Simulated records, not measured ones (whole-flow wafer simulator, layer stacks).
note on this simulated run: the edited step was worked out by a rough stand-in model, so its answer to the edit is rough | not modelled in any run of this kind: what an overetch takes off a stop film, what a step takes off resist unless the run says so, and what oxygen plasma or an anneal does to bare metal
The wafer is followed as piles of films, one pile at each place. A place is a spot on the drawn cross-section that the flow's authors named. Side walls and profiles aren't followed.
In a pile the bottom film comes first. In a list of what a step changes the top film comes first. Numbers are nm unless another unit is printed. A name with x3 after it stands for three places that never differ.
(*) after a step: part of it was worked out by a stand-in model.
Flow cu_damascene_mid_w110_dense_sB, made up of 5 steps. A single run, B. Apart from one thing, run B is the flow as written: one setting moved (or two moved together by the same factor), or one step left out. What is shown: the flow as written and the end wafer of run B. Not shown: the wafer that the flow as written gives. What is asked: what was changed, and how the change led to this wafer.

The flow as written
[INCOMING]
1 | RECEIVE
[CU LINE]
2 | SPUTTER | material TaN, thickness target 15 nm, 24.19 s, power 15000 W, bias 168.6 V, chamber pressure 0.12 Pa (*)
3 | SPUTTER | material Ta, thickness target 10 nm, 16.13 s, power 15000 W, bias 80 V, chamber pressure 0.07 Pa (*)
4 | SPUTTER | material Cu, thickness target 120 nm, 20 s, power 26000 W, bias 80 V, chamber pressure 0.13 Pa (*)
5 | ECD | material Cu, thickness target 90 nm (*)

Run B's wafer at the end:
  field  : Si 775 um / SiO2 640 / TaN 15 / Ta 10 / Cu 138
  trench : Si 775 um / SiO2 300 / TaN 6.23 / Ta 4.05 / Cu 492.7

What caused this: step 4, SPUTTER: thickness target 48 nm was run, while the flow as written has thickness target 120 nm; step 4, SPUTTER: 8 s was run, where the flow has 20 s.

Step by step, how the change led to this:
  4 | SPUTTER | material Cu, thickness target 120 nm, 20 s, power 26000 W, bias 80 V, chamber pressure 0.13 Pa (*)
      field: Cu gains 48 (new film) (in the flow as written it would be: Cu gains 120 (new film))
      trench: Cu gains 20 (new film) (in the flow as written it would be: Cu gains 49.9 (new film))
  5 | ECD | material Cu, thickness target 90 nm (*)
      trench: Cu gains 472.8 (in the flow as written it would be: Cu gains 514.8)
